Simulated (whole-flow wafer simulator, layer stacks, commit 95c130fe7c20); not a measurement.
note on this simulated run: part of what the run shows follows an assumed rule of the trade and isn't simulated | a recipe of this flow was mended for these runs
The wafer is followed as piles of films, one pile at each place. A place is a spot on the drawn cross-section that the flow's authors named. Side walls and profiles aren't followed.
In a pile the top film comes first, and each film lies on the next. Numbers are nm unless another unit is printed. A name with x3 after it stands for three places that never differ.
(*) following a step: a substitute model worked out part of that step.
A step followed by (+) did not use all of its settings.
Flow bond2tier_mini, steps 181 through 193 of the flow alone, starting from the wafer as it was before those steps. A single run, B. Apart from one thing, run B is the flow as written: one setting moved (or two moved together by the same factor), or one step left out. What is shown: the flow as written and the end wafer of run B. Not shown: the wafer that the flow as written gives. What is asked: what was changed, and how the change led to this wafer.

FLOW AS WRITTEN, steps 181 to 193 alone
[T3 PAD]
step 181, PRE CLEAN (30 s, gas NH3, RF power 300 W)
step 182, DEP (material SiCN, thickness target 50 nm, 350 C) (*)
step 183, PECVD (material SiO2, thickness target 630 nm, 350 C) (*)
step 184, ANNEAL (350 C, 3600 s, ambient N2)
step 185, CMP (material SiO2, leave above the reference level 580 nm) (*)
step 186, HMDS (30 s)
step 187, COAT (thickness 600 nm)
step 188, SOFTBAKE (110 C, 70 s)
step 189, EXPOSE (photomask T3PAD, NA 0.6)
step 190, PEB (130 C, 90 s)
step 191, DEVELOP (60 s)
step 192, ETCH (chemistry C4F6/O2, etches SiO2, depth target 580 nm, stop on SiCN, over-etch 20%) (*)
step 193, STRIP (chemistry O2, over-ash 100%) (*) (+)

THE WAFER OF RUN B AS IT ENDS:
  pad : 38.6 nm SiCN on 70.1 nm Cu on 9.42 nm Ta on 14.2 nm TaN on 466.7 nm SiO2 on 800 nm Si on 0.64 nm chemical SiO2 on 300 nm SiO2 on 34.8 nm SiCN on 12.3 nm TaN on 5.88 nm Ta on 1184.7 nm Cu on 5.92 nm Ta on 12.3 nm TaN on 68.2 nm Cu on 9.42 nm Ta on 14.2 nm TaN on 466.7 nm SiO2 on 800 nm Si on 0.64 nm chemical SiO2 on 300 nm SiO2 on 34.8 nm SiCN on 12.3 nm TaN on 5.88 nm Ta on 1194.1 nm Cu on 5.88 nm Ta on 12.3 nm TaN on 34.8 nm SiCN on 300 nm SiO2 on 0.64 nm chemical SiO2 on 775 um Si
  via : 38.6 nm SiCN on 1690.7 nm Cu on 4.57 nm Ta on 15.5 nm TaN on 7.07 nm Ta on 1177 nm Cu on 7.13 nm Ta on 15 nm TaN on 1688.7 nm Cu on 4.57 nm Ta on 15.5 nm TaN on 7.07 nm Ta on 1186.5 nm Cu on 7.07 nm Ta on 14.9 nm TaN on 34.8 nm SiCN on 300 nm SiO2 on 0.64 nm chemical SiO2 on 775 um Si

The reason: step 192, ETCH: depth target 539.9 nm was run, while the flow as written has depth target 580 nm.

The path from the change to this, step by step:
  step 192, ETCH (chemistry C4F6/O2, etches SiO2, depth target 580 nm, stop on SiCN, over-etch 20%) (*)
      pad, via: -580 SiO2 (all of it), -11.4 SiCN (in the flow as written it would be: -580 SiO2 (all of it), -19.6 SiCN)
      field: -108 thick-KrF-resist (in the flow as written it would be: -116 thick-KrF-resist)
